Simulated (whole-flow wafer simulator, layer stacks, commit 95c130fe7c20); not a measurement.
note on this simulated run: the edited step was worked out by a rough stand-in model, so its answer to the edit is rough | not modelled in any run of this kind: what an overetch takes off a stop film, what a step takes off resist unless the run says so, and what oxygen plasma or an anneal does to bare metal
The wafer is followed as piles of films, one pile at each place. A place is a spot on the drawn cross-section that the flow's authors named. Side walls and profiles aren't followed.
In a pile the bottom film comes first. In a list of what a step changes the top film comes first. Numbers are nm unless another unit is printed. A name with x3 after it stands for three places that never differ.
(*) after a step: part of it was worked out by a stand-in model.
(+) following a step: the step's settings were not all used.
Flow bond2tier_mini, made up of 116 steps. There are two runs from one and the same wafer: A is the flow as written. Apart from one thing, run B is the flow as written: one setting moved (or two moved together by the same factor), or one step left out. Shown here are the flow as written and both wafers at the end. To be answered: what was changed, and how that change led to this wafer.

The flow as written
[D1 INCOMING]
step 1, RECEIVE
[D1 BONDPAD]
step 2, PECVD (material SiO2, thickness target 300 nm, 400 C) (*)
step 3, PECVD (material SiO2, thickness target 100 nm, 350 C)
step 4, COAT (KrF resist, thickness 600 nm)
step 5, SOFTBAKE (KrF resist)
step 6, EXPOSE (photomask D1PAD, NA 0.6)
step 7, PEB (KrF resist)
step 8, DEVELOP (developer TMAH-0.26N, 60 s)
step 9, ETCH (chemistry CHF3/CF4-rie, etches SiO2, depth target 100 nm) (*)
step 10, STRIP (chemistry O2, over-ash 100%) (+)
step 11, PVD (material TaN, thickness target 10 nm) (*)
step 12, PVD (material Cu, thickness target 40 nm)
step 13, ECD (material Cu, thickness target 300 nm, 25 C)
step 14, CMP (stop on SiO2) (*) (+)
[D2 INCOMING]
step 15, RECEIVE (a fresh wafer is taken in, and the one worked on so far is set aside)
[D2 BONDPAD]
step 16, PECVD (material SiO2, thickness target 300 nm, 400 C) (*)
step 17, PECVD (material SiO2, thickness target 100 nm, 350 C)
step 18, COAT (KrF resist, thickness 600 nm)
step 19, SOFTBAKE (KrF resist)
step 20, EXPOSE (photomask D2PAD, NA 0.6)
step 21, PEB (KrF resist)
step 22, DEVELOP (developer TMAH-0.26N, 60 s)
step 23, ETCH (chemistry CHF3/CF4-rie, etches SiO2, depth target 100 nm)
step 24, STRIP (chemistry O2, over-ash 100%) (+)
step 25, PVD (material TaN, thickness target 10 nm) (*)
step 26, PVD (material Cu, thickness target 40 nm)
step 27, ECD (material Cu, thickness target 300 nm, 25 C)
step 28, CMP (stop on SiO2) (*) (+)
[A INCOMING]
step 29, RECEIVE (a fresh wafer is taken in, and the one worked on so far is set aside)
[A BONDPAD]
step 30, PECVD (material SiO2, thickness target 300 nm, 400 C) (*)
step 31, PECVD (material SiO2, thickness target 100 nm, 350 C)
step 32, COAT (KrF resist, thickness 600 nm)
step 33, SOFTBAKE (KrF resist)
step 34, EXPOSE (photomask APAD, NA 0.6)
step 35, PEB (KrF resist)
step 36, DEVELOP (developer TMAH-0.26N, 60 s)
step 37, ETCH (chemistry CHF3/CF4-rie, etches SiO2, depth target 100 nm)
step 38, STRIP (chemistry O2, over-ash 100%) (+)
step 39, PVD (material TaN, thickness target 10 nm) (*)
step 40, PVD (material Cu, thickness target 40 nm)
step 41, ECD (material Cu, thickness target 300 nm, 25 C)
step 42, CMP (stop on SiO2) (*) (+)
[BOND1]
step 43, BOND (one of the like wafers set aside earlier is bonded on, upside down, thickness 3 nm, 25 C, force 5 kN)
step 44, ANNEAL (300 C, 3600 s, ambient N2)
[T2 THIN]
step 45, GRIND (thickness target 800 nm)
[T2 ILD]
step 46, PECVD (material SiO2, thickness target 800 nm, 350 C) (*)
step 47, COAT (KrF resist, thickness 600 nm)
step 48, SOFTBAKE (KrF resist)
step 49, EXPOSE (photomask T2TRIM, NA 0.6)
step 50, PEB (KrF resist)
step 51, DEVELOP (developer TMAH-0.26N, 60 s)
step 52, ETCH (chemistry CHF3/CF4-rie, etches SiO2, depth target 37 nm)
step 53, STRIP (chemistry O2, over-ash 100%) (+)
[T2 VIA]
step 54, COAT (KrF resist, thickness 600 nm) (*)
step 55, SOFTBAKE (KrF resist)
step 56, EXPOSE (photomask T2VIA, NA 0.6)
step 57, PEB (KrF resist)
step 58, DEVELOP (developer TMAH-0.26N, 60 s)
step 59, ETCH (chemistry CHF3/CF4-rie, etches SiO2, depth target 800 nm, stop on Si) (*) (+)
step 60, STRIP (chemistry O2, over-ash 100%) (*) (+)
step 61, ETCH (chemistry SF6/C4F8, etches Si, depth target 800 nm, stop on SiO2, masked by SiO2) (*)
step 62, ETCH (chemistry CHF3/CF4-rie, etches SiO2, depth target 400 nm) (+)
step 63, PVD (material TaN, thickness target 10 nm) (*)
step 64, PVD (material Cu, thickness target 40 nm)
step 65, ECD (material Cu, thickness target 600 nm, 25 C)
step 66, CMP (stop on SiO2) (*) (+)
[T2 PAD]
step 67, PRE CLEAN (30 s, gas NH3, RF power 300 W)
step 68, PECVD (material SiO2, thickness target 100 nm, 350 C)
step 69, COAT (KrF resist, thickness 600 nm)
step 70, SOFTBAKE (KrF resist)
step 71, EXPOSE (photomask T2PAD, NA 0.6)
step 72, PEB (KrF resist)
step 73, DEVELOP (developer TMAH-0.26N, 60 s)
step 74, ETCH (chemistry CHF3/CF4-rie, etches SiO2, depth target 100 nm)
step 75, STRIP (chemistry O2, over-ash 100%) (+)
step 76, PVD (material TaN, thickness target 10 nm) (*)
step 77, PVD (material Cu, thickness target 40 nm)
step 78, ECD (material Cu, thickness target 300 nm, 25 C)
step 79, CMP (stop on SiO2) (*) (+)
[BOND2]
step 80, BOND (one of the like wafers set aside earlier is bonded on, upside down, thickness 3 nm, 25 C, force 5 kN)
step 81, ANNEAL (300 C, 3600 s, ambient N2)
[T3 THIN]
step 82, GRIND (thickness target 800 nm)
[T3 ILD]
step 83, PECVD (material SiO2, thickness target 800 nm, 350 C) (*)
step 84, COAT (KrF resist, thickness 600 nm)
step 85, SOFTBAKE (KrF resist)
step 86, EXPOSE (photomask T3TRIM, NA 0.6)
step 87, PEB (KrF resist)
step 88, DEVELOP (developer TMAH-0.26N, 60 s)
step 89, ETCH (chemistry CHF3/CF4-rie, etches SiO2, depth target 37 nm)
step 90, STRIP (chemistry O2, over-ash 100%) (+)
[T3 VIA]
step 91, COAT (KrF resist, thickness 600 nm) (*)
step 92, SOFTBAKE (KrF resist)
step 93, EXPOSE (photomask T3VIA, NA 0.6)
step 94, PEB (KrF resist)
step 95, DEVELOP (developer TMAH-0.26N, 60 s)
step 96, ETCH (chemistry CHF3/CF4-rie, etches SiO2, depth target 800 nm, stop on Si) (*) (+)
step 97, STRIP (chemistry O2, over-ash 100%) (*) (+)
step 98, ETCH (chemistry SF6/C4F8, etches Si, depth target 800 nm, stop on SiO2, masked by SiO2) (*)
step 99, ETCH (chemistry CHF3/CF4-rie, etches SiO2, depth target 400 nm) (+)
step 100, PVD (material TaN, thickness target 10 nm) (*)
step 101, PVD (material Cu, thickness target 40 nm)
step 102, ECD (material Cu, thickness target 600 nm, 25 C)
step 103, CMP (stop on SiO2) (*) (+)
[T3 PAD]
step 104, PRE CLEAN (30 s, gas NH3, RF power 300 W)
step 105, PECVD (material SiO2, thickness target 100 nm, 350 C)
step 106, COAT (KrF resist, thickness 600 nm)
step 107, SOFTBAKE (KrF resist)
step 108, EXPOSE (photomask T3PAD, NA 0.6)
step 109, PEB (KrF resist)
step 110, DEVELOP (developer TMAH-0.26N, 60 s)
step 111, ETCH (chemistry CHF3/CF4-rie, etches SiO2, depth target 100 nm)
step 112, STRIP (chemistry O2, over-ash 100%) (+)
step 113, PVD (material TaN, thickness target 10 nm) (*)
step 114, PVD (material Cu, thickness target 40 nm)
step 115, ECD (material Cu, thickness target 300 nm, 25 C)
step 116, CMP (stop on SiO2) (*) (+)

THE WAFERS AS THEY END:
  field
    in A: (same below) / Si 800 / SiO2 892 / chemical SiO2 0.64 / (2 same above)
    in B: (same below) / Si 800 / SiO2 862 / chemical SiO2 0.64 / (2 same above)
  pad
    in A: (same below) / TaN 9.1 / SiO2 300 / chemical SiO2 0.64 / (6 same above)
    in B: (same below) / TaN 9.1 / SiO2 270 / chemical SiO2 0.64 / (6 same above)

What caused this: step 16, PECVD: thickness target 270 nm was run, whereas the flow has thickness target 300 nm.
One can read it off the wafer: pad has SiO2 270, and step 16 as written asks for 300 nm.

The path from the change to this, step by step:
  step 16, PECVD (material SiO2, thickness target 300 nm, 400 C) (*)
      field, pad, via: A SiO2 gains 300 (new film) | B SiO2 gains 270 (new film)
  step 80, BOND (one of the like wafers set aside earlier is bonded on, upside down, thickness 3 nm, 25 C, force 5 kN)
      field: A Si gains 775 um (new film), chemical SiO2 gains 0.64 (new film), SiO2 gains 400 | B Si gains 775 um (new film), chemical SiO2 gains 0.64 (new film), SiO2 gains 370
      pad: A Si gains 775 um (new film), chemical SiO2 gains 0.64 (new film), SiO2 gains 300 (new film), TaN gains 9.1 (new film), Cu gains 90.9 | B Si gains 775 um (new film), chemical SiO2 gains 0.64 (new film), SiO2 gains 270 (new film), TaN gains 9.1 (new film), Cu gains 90.9
